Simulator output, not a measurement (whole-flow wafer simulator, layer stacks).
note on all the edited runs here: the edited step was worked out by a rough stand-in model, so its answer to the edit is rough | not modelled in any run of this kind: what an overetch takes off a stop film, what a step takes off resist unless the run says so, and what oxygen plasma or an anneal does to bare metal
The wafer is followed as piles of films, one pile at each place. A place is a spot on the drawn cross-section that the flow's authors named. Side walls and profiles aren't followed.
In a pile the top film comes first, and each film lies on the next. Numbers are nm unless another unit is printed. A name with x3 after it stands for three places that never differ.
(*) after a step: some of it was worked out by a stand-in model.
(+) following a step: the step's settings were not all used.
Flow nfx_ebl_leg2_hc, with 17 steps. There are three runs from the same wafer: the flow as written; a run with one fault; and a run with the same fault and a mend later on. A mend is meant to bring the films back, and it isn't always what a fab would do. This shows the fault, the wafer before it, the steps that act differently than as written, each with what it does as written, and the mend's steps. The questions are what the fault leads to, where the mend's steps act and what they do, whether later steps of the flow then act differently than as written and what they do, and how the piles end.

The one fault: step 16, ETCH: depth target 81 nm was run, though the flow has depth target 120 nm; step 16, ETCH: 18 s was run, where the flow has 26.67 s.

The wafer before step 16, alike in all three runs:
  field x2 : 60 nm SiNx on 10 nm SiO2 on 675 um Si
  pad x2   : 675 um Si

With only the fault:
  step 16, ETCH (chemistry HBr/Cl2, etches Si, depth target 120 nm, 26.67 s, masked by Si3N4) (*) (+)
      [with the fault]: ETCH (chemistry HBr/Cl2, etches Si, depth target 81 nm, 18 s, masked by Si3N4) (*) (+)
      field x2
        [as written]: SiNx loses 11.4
        [with the fault]: SiNx loses 7.71
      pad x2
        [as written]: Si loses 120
        [with the fault]: Si loses 81
  Later steps of the flow that are run all act as written at every place that is followed.
  At field x2, the piles at the end differ from the flow's by more than 2% or 0.5 nm, whichever is larger.
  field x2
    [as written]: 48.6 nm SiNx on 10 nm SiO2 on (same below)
    [with the fault]: 52.3 nm SiNx on 10 nm SiO2 on (same below)

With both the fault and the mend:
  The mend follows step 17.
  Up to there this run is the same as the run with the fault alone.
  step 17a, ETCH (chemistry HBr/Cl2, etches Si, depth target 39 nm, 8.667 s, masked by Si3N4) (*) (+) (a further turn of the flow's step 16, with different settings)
      field x2
        SiNx loses 3.71
      pad x2
        Si loses 39
  Later steps of the flow that are run all act as written at every place that is followed.
  By the end, the piles equal the flow's at every place that both follow.
